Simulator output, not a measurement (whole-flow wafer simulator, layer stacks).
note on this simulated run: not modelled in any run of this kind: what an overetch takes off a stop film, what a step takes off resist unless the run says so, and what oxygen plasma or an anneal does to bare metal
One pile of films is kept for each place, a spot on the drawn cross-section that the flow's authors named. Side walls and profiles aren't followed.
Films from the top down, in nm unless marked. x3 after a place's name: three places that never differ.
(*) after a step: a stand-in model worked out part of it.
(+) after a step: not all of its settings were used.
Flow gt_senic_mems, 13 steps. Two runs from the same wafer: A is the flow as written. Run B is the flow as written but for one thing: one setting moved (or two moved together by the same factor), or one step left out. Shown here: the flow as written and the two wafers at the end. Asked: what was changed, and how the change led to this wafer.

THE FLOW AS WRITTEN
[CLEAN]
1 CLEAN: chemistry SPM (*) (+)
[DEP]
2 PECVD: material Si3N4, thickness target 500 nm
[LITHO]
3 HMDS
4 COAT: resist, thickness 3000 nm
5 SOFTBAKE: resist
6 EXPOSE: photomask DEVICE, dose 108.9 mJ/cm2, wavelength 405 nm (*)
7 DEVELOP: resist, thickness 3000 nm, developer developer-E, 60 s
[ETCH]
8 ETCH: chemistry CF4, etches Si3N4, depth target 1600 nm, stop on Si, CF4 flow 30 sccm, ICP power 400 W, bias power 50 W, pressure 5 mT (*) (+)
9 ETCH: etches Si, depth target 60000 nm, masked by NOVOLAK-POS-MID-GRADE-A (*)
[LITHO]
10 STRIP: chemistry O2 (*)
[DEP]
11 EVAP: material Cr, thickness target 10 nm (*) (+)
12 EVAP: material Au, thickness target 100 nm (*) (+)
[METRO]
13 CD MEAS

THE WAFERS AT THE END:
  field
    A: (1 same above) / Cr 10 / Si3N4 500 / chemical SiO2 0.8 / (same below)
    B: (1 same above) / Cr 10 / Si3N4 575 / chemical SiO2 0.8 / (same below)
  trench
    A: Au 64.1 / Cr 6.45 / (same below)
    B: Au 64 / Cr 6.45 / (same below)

The cause: step 2, PECVD: thickness target 575 nm was run, where the flow has thickness target 500 nm.
It can be read off the wafer: field has Si3N4 575, and step 2 as written asks for 500 nm.

How the change led to this, step by step:
  2 PECVD: material Si3N4, thickness target 500 nm
      field, trench: A Si3N4 +500 (new film) | B Si3N4 +575 (new film)
  8 ETCH: chemistry CF4, etches Si3N4, depth target 1600 nm, stop on Si, CF4 flow 30 sccm, ICP power 400 W, bias power 50 W, pressure 5 mT (*) (+)
      field: A resist -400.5 | B resist -450.5
      trench: A Si3N4 -500 (all of it), chemical SiO2 -0.8 (all of it) | B Si3N4 -575 (all of it), chemical SiO2 -0.8 (all of it)
  10 STRIP: chemistry O2 (*)
      field: A resist -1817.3 (all of it) | B resist -1767.3 (all of it)
